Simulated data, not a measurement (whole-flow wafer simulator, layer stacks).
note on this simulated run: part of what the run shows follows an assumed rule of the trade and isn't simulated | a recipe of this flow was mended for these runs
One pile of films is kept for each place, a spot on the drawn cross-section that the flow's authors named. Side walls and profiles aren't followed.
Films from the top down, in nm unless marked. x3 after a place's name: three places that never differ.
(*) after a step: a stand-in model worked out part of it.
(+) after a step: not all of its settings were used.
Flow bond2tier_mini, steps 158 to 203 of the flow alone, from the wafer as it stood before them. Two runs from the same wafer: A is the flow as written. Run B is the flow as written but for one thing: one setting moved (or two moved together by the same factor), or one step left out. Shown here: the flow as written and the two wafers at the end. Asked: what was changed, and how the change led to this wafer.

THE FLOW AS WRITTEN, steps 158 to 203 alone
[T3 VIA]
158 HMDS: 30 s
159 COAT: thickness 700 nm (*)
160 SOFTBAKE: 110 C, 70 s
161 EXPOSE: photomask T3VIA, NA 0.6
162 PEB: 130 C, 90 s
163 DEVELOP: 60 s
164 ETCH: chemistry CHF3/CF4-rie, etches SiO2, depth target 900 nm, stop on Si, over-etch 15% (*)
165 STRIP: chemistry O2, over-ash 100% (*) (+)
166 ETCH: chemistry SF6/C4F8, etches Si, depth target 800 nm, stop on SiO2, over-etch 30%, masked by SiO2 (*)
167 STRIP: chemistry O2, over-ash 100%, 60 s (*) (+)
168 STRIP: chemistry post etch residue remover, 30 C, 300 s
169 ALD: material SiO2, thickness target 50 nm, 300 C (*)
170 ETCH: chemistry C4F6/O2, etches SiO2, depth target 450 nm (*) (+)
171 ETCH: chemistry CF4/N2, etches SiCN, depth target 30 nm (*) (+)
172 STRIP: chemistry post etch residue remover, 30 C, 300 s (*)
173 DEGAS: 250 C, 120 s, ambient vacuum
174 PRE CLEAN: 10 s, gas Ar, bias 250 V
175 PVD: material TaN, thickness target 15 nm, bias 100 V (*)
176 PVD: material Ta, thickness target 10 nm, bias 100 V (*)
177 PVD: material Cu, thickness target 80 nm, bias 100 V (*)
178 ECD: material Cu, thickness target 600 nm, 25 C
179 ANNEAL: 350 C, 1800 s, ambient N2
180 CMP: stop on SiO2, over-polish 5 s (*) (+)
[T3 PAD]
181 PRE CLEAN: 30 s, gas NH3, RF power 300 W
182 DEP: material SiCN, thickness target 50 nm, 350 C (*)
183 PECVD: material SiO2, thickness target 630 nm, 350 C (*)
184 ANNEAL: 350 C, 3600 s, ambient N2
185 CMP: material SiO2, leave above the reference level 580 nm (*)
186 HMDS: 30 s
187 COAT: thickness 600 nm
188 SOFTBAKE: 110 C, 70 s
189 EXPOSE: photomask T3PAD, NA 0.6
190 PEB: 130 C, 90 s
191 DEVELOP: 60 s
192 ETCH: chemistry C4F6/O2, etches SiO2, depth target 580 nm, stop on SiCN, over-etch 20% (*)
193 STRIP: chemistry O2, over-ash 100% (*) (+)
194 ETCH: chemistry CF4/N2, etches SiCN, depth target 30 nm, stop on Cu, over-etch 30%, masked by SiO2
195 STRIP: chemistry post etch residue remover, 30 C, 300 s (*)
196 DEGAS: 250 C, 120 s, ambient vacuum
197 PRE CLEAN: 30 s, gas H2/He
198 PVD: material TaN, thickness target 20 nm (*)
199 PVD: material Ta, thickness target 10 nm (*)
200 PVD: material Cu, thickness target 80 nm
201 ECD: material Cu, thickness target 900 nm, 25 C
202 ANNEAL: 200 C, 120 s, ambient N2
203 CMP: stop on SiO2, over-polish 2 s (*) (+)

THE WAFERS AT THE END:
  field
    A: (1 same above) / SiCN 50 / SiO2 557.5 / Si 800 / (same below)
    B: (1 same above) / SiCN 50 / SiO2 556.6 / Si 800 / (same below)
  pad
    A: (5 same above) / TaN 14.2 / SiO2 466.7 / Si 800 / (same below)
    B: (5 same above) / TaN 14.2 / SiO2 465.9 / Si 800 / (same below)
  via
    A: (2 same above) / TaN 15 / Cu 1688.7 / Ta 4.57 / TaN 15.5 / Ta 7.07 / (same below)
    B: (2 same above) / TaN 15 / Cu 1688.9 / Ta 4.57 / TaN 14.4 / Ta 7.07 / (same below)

The cause: step 174, PRE CLEAN: bias 362 V was run, where the flow has bias 250 V.

How the change led to this, step by step:
  174 PRE CLEAN: 10 s, gas Ar, bias 250 V
      field, pad: A SiO2 -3 | B SiO2 -3.89
      via: A TaN -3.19 | B TaN -4.28
